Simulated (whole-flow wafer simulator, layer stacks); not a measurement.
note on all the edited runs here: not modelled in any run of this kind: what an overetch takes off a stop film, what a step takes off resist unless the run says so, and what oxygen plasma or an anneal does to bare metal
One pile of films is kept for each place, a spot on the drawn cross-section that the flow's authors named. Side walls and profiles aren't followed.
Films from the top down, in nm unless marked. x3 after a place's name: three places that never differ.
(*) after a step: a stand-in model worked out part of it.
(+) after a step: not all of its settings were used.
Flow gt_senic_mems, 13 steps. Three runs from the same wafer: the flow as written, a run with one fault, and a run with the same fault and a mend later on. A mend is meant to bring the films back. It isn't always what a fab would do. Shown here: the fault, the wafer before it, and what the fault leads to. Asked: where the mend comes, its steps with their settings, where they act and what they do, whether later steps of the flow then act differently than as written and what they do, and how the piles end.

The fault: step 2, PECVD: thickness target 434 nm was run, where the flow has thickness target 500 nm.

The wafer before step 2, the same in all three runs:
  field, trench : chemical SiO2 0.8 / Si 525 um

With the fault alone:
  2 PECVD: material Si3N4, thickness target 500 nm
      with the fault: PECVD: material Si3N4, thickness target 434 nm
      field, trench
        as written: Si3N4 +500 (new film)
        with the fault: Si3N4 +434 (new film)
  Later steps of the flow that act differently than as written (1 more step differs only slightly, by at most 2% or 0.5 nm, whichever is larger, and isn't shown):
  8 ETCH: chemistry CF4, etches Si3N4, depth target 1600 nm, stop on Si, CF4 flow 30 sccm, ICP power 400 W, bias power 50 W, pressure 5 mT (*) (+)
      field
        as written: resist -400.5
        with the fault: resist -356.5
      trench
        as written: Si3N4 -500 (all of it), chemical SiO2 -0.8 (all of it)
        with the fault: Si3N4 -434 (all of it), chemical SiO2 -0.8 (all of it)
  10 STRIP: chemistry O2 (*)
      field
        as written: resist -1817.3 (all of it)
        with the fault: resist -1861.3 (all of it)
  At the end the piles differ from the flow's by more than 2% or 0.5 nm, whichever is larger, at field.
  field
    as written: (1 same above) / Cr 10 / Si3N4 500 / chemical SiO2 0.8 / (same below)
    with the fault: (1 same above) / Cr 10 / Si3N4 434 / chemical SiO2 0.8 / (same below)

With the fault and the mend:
  The mend comes after step 7.
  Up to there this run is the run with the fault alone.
  7a STRIP: chemistry O2 (*)
      field
        resist -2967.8 (all of it)
  7b PECVD: material Si3N4, thickness target 66 nm (the flow's step 2 once more, with other settings)
      field, trench
        Si3N4 +66
  7c HMDS (the flow's step 3 once more)
      changes no film at any place that is followed
  7d COAT: resist, thickness 3000 nm (the flow's step 4 once more)
      field, trench
        resist +3000 (new film)
  7e SOFTBAKE: resist (the flow's step 5 once more)
      changes no film at any place that is followed
  7f EXPOSE: photomask DEVICE, dose 108.9 mJ/cm2, wavelength 405 nm (*) (the flow's step 6 once more)
      changes no film at any place that is followed
  7g DEVELOP: resist, thickness 3000 nm, developer developer-E, 60 s (the flow's step 7 once more)
      field
        resist -32.2
      trench
        resist -3000 (all of it)
  No later step of the flow acts differently than as written at any place that is followed.
  At the end the piles are the same as the flow's at every place that both follow.
